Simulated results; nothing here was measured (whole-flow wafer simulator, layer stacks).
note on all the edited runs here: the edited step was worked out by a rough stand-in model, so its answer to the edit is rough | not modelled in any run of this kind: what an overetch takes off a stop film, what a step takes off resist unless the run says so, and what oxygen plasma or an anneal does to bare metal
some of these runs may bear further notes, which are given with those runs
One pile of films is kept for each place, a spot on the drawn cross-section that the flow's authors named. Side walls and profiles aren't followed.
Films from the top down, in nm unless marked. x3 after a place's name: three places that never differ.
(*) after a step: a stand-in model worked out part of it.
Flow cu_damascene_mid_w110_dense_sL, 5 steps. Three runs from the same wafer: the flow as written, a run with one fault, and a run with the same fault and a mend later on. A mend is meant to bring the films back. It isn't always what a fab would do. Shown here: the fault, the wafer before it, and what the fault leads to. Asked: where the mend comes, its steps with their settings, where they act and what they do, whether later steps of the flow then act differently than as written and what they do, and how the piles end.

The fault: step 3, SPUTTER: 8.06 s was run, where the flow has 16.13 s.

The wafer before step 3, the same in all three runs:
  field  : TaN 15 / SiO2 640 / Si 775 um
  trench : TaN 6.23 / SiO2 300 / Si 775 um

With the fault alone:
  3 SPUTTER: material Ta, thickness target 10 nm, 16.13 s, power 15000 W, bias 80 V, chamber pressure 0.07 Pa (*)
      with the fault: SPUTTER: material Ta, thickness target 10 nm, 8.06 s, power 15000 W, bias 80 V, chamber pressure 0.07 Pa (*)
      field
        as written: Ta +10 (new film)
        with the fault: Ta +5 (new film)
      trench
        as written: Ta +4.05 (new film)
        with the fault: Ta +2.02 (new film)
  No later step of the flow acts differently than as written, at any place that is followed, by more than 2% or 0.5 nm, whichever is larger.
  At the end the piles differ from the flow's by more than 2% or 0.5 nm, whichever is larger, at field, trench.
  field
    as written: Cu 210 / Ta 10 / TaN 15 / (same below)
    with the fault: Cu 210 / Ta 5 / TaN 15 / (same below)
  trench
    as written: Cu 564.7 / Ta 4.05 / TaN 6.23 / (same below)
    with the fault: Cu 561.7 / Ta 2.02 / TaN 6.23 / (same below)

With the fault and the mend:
  The mend comes after step 3.
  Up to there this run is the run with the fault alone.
  3a SPUTTER: material Ta, thickness target 10 nm, 8.07 s, power 15000 W, bias 80 V, chamber pressure 0.07 Pa (*) (the flow's step 3 once more, with other settings)
      field
        Ta +5
      trench
        Ta +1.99
  No later step of the flow acts differently than as written at any place that is followed.
  At the end the piles differ from the flow's only slightly at the places that both follow, by at most 2% or 0.5 nm, whichever is larger.
